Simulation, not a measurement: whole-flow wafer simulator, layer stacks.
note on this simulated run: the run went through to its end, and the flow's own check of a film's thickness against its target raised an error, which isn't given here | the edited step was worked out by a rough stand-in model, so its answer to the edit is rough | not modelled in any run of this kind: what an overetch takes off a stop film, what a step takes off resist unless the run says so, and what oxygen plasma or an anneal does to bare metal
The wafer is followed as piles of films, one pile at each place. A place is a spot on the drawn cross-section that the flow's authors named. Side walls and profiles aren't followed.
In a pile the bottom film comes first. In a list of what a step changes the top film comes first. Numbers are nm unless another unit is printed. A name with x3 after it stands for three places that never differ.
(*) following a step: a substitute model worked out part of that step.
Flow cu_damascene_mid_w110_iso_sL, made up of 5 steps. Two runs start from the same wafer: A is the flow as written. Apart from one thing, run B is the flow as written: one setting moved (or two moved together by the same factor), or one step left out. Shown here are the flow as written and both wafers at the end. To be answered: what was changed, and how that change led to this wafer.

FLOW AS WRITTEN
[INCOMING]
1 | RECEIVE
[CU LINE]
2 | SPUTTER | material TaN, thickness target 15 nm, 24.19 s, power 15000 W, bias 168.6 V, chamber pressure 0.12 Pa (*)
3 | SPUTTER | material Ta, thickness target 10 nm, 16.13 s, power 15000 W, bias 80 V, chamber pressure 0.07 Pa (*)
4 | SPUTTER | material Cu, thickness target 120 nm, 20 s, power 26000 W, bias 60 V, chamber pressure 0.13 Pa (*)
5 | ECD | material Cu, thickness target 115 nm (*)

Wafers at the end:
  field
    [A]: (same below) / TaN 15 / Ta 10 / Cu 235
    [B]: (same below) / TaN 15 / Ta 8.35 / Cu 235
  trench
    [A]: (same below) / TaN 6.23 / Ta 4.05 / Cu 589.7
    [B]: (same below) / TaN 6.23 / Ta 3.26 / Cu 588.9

What caused this: step 3, SPUTTER: power 12520 W was run, whereas the flow has power 15000 W.

The path from the change to this, step by step:
  3 | SPUTTER | material Ta, thickness target 10 nm, 16.13 s, power 15000 W, bias 80 V, chamber pressure 0.07 Pa (*)
      field: A +10 Ta (new film) | B +8.35 Ta (new film)
      trench: A +4.05 Ta (new film) | B +3.26 Ta (new film)
